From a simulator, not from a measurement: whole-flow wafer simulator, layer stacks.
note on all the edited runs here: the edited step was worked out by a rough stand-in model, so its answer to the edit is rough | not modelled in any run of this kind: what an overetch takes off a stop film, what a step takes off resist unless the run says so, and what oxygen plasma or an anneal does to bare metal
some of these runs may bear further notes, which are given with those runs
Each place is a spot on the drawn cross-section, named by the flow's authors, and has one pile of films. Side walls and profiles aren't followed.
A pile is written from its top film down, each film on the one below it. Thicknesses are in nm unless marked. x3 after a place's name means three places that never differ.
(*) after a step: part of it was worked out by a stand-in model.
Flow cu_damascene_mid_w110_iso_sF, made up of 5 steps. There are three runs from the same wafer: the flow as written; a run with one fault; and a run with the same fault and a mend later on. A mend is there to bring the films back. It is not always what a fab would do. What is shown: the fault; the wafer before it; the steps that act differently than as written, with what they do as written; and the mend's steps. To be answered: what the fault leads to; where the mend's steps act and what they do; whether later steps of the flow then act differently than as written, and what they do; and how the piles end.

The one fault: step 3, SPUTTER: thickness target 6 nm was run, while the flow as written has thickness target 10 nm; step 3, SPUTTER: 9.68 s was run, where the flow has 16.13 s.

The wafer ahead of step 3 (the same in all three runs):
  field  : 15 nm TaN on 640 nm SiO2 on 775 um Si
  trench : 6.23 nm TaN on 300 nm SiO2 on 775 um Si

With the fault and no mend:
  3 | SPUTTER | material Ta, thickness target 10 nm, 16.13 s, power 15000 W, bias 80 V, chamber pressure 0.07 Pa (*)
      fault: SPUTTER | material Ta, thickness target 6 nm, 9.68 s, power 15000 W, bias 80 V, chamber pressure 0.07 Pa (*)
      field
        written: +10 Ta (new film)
        fault: +6 Ta (new film)
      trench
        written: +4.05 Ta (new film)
        fault: +2.43 Ta (new film)
  Later steps of the flow that are run all act as written at every place that is followed, up to a difference of at most 2% or 0.5 nm, whichever is larger.
  By the end, the piles at field, trench depart from the flow's by more than 2% or 0.5 nm, whichever is larger.
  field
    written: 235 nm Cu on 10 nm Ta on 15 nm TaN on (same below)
    fault: 235 nm Cu on 6 nm Ta on 15 nm TaN on (same below)
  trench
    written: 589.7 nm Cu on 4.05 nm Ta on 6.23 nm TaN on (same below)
    fault: 587.3 nm Cu on 2.43 nm Ta on 6.23 nm TaN on (same below)

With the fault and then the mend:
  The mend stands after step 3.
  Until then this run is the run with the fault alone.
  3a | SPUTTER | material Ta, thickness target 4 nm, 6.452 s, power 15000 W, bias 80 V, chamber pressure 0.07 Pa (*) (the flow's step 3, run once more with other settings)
      field
        +4 Ta
      trench
        +1.58 Ta
  Later steps of the flow that are run all act as written at every place that is followed, up to a difference of at most 2% or 0.5 nm, whichever is larger.
  At the end the piles are close to the flow's at the places that both follow, differing by at most 2% or 0.5 nm, whichever is larger.
